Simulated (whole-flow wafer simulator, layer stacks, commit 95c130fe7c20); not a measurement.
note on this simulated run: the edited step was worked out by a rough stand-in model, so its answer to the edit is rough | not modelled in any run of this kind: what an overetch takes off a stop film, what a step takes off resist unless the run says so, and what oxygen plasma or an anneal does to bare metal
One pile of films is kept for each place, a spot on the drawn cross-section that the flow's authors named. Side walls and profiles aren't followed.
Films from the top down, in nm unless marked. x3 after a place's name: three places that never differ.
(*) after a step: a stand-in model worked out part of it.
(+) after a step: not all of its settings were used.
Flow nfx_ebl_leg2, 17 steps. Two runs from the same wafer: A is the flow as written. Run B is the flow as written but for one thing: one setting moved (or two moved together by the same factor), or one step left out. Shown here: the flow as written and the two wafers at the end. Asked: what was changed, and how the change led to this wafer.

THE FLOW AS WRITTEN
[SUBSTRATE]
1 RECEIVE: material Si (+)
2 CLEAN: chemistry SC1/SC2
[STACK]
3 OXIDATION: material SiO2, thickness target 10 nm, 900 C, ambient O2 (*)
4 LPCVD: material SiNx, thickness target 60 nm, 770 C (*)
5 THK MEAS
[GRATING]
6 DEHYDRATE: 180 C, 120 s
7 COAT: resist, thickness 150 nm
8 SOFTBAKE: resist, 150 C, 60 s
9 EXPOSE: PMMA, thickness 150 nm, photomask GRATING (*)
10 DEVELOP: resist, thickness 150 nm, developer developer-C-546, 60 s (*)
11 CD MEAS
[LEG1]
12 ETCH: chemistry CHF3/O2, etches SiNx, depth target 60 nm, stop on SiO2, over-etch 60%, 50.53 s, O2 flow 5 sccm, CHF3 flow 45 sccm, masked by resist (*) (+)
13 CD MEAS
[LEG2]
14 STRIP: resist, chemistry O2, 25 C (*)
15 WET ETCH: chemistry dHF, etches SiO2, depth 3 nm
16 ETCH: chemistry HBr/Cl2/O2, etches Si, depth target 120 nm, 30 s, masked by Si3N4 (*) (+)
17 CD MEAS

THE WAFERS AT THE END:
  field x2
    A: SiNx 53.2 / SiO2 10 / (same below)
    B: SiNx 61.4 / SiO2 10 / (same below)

The cause: step 4, LPCVD: thickness target 68.2 nm was run, where the flow has thickness target 60 nm.

How the change led to this, step by step:
  4 LPCVD: material SiNx, thickness target 60 nm, 770 C (*)
      field x2, pad x2: A SiNx +60 (new film) | B SiNx +68.2 (new film)
  12 ETCH: chemistry CHF3/O2, etches SiNx, depth target 60 nm, stop on SiO2, over-etch 60%, 50.53 s, O2 flow 5 sccm, CHF3 flow 45 sccm, masked by resist (*) (+)
      pad x2: A SiNx -60 (all of it), SiO2 -10 (all of it) | B SiNx -68.2 (all of it), SiO2 -10 (all of it)
